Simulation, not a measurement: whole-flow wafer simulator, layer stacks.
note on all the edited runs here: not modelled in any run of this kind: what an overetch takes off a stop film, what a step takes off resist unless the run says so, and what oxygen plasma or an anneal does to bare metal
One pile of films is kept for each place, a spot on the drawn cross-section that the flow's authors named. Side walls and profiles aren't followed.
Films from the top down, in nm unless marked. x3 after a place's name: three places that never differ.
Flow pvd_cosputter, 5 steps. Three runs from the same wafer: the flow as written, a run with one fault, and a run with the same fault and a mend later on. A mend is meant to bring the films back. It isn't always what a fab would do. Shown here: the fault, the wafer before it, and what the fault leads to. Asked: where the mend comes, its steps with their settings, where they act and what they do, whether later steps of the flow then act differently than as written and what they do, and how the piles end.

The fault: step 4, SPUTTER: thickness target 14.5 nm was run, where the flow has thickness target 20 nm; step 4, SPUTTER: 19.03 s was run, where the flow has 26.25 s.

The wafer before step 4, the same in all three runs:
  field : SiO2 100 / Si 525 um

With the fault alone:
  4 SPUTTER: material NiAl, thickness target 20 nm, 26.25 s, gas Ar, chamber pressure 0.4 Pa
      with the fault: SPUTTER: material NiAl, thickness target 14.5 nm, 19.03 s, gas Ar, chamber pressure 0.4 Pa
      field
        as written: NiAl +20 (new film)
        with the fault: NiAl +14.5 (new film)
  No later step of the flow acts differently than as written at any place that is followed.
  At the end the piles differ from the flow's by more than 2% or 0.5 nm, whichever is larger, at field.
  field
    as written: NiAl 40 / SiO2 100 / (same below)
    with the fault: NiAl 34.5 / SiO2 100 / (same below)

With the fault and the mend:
  The mend comes after step 4.
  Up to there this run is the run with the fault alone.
  4a SPUTTER: material NiAl, thickness target 5.5 nm, 7.219 s, gas Ar, chamber pressure 0.4 Pa (the flow's step 4 once more, with other settings)
      field
        NiAl +5.5
  No later step of the flow acts differently than as written at any place that is followed.
  At the end the piles are the same as the flow's at every place that both follow.
